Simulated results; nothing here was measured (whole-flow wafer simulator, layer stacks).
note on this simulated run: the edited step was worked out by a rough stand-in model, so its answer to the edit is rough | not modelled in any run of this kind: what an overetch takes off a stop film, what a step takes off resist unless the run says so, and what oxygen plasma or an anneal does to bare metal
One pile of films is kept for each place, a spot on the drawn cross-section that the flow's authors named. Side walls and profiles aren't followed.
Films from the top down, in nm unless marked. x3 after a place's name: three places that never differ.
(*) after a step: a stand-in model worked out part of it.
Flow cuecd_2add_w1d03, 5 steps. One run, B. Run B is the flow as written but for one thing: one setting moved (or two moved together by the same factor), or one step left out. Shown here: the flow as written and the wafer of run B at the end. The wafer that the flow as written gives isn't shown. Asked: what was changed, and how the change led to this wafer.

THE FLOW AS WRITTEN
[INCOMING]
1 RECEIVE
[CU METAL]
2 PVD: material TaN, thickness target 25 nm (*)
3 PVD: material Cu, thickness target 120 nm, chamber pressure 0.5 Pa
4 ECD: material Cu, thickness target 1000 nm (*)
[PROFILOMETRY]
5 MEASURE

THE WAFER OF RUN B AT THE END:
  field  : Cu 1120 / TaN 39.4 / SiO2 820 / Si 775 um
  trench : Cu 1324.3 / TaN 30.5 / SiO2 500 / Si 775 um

The cause: step 2, PVD: thickness target 39.4 nm was run, where the flow has thickness target 25 nm.
It can be read off the wafer: field has TaN 39.4, and step 2 as written asks for 25 nm.

How the change led to this, step by step:
  2 PVD: material TaN, thickness target 25 nm (*)
      field: TaN +39.4 (new film) (as written it would be: TaN +25 (new film))
      trench: TaN +30.5 (new film) (as written it would be: TaN +19.4 (new film))
